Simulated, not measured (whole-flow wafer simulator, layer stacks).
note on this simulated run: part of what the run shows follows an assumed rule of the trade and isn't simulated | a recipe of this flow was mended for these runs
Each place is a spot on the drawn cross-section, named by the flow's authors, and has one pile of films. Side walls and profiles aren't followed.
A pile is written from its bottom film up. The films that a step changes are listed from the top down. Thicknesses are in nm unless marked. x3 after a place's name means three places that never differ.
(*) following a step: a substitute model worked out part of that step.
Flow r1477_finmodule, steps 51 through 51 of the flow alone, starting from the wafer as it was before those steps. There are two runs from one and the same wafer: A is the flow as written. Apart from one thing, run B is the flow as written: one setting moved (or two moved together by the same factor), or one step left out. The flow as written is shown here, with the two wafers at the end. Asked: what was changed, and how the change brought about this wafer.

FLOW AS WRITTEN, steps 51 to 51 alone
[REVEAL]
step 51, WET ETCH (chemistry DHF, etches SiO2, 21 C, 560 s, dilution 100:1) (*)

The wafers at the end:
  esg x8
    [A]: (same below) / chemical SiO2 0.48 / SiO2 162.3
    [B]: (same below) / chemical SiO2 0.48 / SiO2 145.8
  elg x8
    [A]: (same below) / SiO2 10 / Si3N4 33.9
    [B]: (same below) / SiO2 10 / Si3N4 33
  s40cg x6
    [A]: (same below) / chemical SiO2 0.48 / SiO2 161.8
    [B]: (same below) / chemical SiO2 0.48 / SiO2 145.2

The reason: step 51, WET ETCH: 889 s was run, though the flow has 560 s.

Step by step, how the change led to this:
  step 51, WET ETCH (chemistry DHF, etches SiO2, 21 C, 560 s, dilution 100:1) (*)
      esg x8, s40cg x6, s40sg x6: A SiO2 loses 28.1 | B SiO2 loses 44.6
      elg x8: A SiO2 loses 22.3 (all of it), Si3N4 loses 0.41 | B SiO2 loses 22.3 (all of it), Si3N4 loses 1.3
      (also at 8 further places)
